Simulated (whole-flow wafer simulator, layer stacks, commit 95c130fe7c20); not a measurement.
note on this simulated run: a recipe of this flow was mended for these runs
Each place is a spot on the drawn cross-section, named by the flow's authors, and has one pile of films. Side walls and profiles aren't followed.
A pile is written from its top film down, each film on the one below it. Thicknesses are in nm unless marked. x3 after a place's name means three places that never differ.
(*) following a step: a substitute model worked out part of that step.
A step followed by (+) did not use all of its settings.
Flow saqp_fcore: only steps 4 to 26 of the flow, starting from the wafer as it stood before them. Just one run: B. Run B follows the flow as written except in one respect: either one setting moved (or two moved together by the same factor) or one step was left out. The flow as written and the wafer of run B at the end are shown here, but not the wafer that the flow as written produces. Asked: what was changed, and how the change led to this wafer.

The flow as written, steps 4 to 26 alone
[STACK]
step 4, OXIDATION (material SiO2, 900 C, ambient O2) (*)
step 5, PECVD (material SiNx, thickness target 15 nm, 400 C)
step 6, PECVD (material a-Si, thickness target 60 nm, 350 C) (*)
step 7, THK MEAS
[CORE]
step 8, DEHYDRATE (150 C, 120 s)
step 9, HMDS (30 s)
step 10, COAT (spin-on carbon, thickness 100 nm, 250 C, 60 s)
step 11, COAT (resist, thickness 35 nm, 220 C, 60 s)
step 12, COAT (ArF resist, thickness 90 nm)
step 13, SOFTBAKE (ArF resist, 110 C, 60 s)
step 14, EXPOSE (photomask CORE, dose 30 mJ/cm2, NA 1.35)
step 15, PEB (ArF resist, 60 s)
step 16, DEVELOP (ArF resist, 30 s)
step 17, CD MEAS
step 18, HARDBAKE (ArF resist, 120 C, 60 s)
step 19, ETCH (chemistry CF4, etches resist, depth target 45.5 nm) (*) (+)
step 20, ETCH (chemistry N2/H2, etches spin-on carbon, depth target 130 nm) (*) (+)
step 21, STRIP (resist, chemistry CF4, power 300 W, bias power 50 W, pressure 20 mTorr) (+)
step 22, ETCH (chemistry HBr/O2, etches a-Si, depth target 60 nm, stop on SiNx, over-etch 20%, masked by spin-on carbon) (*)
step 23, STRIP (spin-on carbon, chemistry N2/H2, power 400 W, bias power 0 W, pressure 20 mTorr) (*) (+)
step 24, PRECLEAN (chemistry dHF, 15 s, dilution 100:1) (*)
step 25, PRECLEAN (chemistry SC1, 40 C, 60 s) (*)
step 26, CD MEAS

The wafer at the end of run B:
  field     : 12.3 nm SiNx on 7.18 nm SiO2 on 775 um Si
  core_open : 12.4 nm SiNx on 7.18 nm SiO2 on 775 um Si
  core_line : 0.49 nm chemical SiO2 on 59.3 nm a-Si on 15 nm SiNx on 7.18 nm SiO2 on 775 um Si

What caused this: step 4, OXIDATION: 865 C was run, while the flow as written has 900 C.

Step by step, how the change led to this:
  step 4, OXIDATION (material SiO2, 900 C, ambient O2) (*)
      field, core_open, core_line: +7.18 SiO2 (new film), -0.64 chemical SiO2 (all of it), -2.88 Si (in the flow as written it would be: +10 SiO2 (new film), -0.64 chemical SiO2 (all of it), -4.12 Si)
